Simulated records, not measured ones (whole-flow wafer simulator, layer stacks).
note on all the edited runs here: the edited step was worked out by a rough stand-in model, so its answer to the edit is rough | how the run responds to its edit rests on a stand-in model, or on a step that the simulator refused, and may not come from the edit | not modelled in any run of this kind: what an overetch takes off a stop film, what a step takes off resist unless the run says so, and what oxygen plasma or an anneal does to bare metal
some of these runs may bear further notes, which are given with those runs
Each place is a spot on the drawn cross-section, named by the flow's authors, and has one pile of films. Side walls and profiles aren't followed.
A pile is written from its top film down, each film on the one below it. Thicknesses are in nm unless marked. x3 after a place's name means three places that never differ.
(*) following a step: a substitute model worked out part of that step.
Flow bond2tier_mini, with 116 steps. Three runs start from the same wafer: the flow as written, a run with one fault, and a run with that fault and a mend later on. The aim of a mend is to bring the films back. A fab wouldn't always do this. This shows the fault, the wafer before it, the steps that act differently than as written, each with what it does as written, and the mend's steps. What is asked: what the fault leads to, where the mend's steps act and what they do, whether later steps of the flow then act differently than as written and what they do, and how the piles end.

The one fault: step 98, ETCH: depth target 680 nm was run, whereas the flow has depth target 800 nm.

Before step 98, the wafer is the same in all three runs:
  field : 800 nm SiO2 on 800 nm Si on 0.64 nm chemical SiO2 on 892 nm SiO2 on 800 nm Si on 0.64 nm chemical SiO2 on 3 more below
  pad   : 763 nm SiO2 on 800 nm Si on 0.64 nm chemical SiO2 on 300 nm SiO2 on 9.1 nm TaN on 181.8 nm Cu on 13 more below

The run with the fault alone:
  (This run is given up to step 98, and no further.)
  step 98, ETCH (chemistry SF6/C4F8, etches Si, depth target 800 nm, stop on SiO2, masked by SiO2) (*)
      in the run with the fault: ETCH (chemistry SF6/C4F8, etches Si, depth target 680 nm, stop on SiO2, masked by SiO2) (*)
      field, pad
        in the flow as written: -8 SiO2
        in the run with the fault: -6.8 SiO2
  After step 98 the piles are close to the flow's at the places that both follow, differing by at most 2% or 0.5 nm, whichever is larger.

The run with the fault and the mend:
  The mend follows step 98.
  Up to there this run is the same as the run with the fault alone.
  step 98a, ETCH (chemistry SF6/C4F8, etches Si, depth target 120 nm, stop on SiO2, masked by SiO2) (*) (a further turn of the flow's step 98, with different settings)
      field, pad
        -1.2 SiO2
  None of the later steps of the flow acts differently than as written at any place that is followed.
  At every place that both follow, the piles at the end match the flow's.
